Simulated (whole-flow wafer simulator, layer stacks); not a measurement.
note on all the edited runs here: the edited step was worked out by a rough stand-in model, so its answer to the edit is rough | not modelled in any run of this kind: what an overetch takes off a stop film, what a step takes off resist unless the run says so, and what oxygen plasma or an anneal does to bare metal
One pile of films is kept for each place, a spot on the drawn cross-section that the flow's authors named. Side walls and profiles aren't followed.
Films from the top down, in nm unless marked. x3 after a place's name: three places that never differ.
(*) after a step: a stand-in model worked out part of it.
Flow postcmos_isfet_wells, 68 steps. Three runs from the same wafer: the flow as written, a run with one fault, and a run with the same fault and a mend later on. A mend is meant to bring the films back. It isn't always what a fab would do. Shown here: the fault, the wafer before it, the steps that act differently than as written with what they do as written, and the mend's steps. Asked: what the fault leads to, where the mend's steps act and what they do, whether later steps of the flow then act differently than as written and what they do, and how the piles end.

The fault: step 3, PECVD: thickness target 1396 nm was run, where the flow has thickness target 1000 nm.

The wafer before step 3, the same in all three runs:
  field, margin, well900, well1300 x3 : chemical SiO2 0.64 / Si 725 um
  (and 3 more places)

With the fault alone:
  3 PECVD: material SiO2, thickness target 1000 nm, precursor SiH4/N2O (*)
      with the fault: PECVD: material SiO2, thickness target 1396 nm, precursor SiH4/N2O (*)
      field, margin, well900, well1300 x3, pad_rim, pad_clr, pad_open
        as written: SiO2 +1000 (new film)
        with the fault: SiO2 +1396 (new film)
  No later step of the flow acts differently than as written at any place that is followed.
  At the end the piles differ from the flow's by more than 2% or 0.5 nm, whichever is larger, at field, margin, well900, well1300 x3, pad_rim, pad_clr, pad_open.
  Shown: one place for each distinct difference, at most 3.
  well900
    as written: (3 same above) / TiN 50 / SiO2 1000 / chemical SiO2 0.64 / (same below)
    with the fault: (3 same above) / TiN 50 / SiO2 1396 / chemical SiO2 0.64 / (same below)
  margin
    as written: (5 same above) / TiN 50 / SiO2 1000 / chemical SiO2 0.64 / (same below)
    with the fault: (5 same above) / TiN 50 / SiO2 1396 / chemical SiO2 0.64 / (same below)
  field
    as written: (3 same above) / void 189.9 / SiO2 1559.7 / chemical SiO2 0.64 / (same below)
    with the fault: (3 same above) / void 189.9 / SiO2 1955.7 / chemical SiO2 0.64 / (same below)

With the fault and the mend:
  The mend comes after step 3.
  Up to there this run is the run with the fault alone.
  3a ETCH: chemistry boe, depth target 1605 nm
      field, margin, well900, well1300 x3, pad_rim, pad_clr, pad_open
        SiO2 -1396 (all of it), chemical SiO2 -0.64 (all of it)
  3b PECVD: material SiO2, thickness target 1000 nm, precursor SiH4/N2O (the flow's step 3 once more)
      field, margin, well900, well1300 x3, pad_rim, pad_clr, pad_open
        SiO2 +1000 (new film)
  No later step of the flow acts differently than as written at any place that is followed.
  At the end the piles differ from the flow's by more than 2% or 0.5 nm, whichever is larger, at field, margin, well900, well1300 x3, pad_rim, pad_clr, pad_open.
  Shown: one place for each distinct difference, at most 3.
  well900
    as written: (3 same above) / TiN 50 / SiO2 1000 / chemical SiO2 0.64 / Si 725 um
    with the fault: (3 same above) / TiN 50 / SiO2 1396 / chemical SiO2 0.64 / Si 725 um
    with the mend: (3 same above) / TiN 50 / SiO2 1000 / Si 725 um
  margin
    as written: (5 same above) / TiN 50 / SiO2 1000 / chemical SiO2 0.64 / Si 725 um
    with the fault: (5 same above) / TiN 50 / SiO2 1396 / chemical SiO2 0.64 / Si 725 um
    with the mend: (5 same above) / TiN 50 / SiO2 1000 / Si 725 um
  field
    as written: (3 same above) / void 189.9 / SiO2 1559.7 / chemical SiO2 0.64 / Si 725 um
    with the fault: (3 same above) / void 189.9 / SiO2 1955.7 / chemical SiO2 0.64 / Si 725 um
    with the mend: (3 same above) / void 189.9 / SiO2 1559.7 / Si 725 um
